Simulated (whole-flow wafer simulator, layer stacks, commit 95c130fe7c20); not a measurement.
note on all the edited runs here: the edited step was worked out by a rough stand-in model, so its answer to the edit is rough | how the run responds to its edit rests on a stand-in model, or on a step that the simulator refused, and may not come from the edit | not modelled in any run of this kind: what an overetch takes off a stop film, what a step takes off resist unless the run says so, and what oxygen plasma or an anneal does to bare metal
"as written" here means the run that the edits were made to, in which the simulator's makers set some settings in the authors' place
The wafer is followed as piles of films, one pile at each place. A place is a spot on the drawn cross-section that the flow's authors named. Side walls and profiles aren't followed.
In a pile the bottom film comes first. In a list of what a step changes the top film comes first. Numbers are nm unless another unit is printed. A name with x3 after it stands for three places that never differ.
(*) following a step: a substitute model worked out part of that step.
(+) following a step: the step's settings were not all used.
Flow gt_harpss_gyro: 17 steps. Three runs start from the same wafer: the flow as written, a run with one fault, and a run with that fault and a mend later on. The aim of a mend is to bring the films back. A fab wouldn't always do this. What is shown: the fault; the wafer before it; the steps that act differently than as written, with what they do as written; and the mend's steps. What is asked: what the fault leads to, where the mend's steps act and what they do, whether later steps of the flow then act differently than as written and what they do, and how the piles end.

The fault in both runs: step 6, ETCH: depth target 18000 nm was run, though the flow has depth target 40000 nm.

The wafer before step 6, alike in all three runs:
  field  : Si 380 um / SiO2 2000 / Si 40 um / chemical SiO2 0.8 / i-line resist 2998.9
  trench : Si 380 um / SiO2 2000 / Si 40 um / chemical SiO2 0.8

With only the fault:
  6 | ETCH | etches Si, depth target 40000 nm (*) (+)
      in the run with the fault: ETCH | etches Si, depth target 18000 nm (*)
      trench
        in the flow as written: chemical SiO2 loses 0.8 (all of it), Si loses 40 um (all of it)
        in the run with the fault: chemical SiO2 loses 0.8 (all of it), Si loses 18 um
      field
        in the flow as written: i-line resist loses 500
        in the run with the fault: i-line resist loses 225
  Steps later in the flow that act otherwise than as written (2 more steps, not shown, differ only slightly: by at most 2% or 0.5 nm, whichever is larger):
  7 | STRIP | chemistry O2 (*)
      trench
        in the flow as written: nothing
        in the run with the fault: chemical SiO2 gains 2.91 (new film), Si loses 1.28
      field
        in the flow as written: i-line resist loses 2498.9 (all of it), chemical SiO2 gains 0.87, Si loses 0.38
        in the run with the fault: i-line resist loses 2773.9 (all of it), chemical SiO2 gains 0.9, Si loses 0.4
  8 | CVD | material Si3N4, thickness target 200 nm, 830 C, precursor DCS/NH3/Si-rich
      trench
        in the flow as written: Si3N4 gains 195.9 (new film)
        in the run with the fault: Si3N4 gains 200 (new film)
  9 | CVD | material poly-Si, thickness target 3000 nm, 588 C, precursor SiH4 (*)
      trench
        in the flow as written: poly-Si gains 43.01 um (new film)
        in the run with the fault: poly-Si gains 21 um (new film)
  The piles end different from the flow's at trench by more than 2% or 0.5 nm, whichever is larger.
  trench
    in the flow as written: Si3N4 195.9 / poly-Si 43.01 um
    in the run with the fault: Si 22 um / chemical SiO2 2.91 / Si3N4 200 / poly-Si 21 um

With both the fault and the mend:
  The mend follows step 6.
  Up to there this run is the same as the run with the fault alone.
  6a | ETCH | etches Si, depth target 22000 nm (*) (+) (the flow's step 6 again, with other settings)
      field
        i-line resist loses 275
      trench
        Si loses 22 um (all of it)
  Every later step of the flow that is run acts as written at every place that is followed.
  At every place that both follow, the piles at the end match the flow's.
